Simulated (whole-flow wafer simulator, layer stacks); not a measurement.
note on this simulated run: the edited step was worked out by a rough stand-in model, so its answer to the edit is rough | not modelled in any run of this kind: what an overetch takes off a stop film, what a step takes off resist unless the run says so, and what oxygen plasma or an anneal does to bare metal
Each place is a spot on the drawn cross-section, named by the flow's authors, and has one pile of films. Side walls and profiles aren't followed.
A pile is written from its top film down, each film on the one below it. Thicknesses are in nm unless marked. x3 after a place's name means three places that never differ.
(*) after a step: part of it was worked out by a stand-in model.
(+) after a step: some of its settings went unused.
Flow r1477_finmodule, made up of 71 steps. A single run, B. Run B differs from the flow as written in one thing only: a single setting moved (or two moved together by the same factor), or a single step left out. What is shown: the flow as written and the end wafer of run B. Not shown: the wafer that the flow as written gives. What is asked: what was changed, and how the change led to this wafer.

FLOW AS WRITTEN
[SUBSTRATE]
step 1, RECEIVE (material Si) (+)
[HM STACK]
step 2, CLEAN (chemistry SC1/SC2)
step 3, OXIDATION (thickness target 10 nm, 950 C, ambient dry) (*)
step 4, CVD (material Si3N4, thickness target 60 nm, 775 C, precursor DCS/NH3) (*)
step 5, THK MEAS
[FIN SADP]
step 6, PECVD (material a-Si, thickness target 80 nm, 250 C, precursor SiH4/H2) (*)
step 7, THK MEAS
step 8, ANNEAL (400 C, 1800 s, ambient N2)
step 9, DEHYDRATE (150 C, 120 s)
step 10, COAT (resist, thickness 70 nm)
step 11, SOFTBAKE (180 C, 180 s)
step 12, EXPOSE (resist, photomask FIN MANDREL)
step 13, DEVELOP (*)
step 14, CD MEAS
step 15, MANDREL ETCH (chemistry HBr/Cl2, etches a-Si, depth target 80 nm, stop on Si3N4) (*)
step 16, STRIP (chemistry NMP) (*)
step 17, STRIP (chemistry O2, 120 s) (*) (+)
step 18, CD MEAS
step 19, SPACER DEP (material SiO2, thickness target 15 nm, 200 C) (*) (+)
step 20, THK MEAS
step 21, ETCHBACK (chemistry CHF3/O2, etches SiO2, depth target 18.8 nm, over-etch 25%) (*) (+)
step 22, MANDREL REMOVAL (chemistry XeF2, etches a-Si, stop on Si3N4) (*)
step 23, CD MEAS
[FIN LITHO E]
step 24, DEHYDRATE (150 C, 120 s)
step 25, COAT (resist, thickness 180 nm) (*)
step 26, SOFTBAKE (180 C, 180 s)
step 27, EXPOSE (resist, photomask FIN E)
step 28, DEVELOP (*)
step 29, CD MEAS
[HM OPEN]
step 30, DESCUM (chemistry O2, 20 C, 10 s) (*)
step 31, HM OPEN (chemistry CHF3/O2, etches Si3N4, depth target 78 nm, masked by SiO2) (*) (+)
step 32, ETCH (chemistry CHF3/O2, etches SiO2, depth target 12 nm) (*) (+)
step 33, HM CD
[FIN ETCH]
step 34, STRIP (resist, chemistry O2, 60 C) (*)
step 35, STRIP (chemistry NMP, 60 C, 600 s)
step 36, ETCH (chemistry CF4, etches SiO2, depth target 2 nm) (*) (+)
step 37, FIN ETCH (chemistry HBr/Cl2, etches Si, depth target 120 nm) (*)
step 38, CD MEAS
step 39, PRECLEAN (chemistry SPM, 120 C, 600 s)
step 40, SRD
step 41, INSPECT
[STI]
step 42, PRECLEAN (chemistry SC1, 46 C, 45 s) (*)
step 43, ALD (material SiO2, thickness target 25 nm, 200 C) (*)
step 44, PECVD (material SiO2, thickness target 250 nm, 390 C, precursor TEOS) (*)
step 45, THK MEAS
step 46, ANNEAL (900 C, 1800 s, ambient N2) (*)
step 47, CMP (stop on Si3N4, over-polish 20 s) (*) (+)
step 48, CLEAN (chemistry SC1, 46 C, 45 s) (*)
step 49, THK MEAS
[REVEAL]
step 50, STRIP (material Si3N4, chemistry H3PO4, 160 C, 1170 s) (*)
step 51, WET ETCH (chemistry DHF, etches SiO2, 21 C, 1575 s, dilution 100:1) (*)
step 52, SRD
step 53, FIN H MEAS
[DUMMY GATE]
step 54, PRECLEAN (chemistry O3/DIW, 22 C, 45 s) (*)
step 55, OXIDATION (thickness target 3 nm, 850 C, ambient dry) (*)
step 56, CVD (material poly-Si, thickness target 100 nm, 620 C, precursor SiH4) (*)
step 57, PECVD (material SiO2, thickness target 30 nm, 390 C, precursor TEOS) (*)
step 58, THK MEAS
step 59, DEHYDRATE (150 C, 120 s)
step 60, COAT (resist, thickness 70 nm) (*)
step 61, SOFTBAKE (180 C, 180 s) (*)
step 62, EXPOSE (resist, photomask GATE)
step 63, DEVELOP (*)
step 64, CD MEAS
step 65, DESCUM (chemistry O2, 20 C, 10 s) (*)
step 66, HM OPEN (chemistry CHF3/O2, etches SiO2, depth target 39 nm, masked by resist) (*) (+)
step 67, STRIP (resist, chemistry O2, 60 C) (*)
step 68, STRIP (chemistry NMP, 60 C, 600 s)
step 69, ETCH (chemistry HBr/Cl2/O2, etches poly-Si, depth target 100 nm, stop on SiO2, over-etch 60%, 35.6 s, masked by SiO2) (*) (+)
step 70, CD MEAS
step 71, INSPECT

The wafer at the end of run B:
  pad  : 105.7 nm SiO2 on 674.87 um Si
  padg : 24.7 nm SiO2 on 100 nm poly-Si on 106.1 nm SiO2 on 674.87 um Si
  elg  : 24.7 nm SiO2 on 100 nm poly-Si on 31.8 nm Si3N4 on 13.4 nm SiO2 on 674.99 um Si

The reason: step 3, OXIDATION: thickness target 13.4 nm was run, while the flow as written has thickness target 10 nm.
The wafer itself shows it: elg has SiO2 13.4, and step 3 as written asks for 10 nm.

Step by step, how the change led to this:
  step 3, OXIDATION (thickness target 10 nm, 950 C, ambient dry) (*)
      pad, padg, elg and 33 more: +13.4 SiO2 (new film), -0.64 chemical SiO2 (all of it), -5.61 Si (in the flow as written it would be: +10 SiO2 (new film), -0.64 chemical SiO2 (all of it), -4.12 Si)
  step 31, HM OPEN (chemistry CHF3/O2, etches Si3N4, depth target 78 nm, masked by SiO2) (*) (+)
      pad, padg, esg and 13 more: -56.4 Si3N4 (all of it), -10.8 SiO2 (in the flow as written it would be: -56.4 Si3N4 (all of it), -10 SiO2 (all of it))
  step 32, ETCH (chemistry CHF3/O2, etches SiO2, depth target 12 nm) (*) (+)
      pad, padg, e40sg and 11 more: -2.59 SiO2 (all of it), -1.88 Si (in the flow as written it would be: -2.4 Si)
      esg, eso: -2.59 SiO2 (all of it), -1.88 Si (in the flow as written it would be: -1.77 Si)
      (as well as at 6 more places)
  step 47, CMP (stop on Si3N4, over-polish 20 s) (*) (+)
      pad, padg, e40sg and 11 more: -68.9 SiO2 (in the flow as written it would be: -71.8 SiO2)
      eso: -68.9 SiO2 (in the flow as written it would be: -72.4 SiO2)
  step 51, WET ETCH (chemistry DHF, etches SiO2, 21 C, 1575 s, dilution 100:1) (*)
      s40sg_line, s45sg_line, s50sg_line, s40so_line, s45so_line, s50so_line: -12 SiO2 (all of it) (in the flow as written it would be: -8.63 SiO2 (all of it))
  step 56, CVD (material poly-Si, thickness target 100 nm, 620 C, precursor SiH4) (*)
      s40cg, s40co: +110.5 poly-Si (new film) (in the flow as written it would be: +113.9 poly-Si (new film))
      s45cg, s45co: +110 poly-Si (new film) (in the flow as written it would be: +113.4 poly-Si (new film))
      (as well as at 2 more places)
  step 60, COAT (resist, thickness 70 nm) (*)
      s40sg, s40so: +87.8 resist (new film) (in the flow as written it would be: +91 resist (new film))
      s45sg, s45so: +87.7 resist (new film) (in the flow as written it would be: +91 resist (new film))
      (as well as at 2 more places)
  step 63, DEVELOP (*)
      s40so: -87.8 resist (all of it) (in the flow as written it would be: -91 resist (all of it))
      s45so: -87.7 resist (all of it) (in the flow as written it would be: -91 resist (all of it))
      (as well as at 1 more place)
  step 67, STRIP (resist, chemistry O2, 60 C) (*)
      s40sg: -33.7 resist (all of it) (in the flow as written it would be: -36.9 resist (all of it))
      s45sg: -33.6 resist (all of it) (in the flow as written it would be: -36.9 resist (all of it))
      (as well as at 1 more place)
  step 69, ETCH (chemistry HBr/Cl2/O2, etches poly-Si, depth target 100 nm, stop on SiO2, over-etch 60%, 35.6 s, masked by SiO2) (*) (+)
      s40co: -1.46 chemical SiO2 (all of it), -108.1 poly-Si (all of it), -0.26 SiO2 (in the flow as written it would be: -1.46 chemical SiO2 (all of it), -111.5 poly-Si (all of it), -0.24 SiO2)
      s45co: -1.46 chemical SiO2 (all of it), -107.5 poly-Si (all of it), -0.26 SiO2 (in the flow as written it would be: -1.46 chemical SiO2 (all of it), -110.9 poly-Si (all of it), -0.25 SiO2)
      (as well as at 1 more place)
